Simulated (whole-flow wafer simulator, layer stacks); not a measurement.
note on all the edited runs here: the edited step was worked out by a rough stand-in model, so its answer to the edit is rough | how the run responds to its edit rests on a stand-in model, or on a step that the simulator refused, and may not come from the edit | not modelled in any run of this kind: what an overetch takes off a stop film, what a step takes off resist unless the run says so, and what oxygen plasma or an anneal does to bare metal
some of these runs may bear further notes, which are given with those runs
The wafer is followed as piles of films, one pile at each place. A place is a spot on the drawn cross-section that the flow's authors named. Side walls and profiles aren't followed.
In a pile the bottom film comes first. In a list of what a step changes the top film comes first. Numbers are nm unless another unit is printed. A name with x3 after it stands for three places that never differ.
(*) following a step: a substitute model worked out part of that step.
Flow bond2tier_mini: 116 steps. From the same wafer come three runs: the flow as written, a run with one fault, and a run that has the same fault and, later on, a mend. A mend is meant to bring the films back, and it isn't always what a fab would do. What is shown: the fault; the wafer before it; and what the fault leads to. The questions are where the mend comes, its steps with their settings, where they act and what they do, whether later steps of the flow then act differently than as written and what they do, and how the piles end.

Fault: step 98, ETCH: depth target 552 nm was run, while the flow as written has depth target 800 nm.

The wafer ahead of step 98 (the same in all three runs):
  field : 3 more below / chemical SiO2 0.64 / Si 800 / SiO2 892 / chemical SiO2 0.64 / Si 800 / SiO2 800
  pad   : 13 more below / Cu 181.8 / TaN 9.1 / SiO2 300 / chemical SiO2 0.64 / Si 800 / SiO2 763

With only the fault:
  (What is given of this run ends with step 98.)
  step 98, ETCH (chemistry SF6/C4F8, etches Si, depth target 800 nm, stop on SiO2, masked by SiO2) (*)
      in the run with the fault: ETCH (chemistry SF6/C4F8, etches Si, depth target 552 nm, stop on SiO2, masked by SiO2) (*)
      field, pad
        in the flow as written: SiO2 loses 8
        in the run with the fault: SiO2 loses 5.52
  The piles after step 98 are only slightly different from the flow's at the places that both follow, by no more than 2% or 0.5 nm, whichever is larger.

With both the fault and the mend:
  The mend stands after step 98.
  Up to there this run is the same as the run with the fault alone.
  step 98a, ETCH (chemistry SF6/C4F8, etches Si, depth target 248 nm, stop on SiO2, masked by SiO2) (*) (the flow's step 98 again, with other settings)
      field, pad
        SiO2 loses 2.48
  Later steps of the flow that are run all act as written at every place that is followed.
  At every place that both follow, the piles at the end match the flow's.
